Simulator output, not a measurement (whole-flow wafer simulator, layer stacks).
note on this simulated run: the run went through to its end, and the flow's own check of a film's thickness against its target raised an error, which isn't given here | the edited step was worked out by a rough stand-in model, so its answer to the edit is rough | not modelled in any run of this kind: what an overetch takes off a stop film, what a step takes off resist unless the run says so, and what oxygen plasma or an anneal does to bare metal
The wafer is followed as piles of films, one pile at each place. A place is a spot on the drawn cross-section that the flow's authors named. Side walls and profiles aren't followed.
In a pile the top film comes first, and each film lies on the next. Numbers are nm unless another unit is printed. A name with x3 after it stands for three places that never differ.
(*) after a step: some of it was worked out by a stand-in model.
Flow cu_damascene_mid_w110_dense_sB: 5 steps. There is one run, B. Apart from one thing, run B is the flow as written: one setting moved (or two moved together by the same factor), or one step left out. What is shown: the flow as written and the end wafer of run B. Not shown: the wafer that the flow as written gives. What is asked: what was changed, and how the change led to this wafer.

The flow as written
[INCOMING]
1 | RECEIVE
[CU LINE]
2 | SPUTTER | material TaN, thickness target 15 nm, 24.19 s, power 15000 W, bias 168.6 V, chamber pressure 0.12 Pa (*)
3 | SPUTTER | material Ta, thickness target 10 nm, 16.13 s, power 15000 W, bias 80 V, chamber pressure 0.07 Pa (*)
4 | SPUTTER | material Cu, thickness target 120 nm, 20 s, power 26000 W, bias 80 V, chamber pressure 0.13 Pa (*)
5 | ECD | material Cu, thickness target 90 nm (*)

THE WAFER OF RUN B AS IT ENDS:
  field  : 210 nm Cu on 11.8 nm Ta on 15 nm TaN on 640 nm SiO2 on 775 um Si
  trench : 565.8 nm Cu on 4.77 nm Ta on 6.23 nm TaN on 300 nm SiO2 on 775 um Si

What caused this: step 3, SPUTTER: thickness target 11.8 nm was run, though the flow has thickness target 10 nm; step 3, SPUTTER: 18.95 s was run, where the flow has 16.13 s.
The wafer lets one read it off: field has Ta 11.8, and step 3 as written asks for 10 nm.

Step by step, how the change led to this:
  3 | SPUTTER | material Ta, thickness target 10 nm, 16.13 s, power 15000 W, bias 80 V, chamber pressure 0.07 Pa (*)
      field: Ta gains 11.8 (new film) (as written it would have been: Ta gains 10 (new film))
      trench: Ta gains 4.77 (new film) (as written it would have been: Ta gains 4.05 (new film))
